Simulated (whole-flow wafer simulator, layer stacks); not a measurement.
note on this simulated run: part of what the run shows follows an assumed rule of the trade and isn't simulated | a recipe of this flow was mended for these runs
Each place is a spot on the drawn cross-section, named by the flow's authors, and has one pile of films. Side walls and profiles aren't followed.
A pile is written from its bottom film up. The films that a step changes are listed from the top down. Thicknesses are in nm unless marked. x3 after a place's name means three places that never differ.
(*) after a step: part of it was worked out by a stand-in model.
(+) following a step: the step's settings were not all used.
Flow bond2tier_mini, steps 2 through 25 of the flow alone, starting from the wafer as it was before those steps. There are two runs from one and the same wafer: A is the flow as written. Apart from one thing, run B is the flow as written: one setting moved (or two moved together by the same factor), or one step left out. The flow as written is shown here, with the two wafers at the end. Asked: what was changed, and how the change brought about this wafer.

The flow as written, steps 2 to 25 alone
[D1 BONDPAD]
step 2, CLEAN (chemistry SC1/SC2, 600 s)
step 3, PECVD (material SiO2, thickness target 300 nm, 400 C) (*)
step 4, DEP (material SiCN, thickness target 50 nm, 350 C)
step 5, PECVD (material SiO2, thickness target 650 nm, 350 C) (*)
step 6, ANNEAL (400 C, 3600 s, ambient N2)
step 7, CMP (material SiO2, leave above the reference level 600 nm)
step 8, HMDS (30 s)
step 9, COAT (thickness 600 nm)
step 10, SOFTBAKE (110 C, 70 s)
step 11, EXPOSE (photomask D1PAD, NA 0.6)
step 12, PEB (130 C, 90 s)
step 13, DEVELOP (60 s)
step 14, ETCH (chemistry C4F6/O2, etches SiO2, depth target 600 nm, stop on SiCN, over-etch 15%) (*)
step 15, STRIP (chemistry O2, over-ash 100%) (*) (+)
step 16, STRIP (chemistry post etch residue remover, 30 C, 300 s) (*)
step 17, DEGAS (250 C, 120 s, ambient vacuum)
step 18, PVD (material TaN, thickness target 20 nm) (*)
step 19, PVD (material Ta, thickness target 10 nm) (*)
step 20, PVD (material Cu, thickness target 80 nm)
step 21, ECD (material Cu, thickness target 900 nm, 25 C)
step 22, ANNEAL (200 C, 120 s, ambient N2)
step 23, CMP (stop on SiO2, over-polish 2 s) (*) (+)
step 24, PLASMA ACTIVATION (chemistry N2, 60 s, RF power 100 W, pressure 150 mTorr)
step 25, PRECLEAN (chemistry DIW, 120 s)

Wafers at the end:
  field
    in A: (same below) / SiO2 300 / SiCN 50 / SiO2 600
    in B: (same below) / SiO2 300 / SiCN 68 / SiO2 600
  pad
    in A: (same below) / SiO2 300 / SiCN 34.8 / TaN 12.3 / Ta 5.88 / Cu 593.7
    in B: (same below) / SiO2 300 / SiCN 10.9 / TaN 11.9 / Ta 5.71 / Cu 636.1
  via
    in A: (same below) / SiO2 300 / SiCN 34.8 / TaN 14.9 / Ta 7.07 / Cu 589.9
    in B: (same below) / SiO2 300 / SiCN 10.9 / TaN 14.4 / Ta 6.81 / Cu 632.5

The reason: step 4, DEP: thickness target 68 nm was run, while the flow as written has thickness target 50 nm; step 14, ETCH: depth target 816 nm was run, where the flow has depth target 600 nm.
The wafer itself shows it: field has SiCN 68, and step 4 as written asks for 50 nm.

How this came from the change, step by step:
  step 4, DEP (material SiCN, thickness target 50 nm, 350 C)
      field, pad, via: A +50 SiCN (new film) | B +68 SiCN (new film)
  step 14, ETCH (chemistry C4F6/O2, etches SiO2, depth target 600 nm, stop on SiCN, over-etch 15%) (*)
      pad, via: A -600 SiO2 (all of it), -15.2 SiCN | B -600 SiO2 (all of it), -57.1 SiCN
      field: A -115 thick-KrF-resist | B -156.4 thick-KrF-resist
  step 15, STRIP (chemistry O2, over-ash 100%) (*) (+)
      field: A -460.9 thick-KrF-resist (all of it) | B -419.5 thick-KrF-resist (all of it)
  step 20, PVD (material Cu, thickness target 80 nm)
      pad: A +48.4 Cu (new film) | B +47.1 Cu (new film)
      via: A +59 Cu (new film) | B +57 Cu (new film)
  step 21, ECD (material Cu, thickness target 900 nm, 25 C)
      pad: A +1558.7 Cu | B +1602.3 Cu
      via: A +1544.3 Cu | B +1588.9 Cu
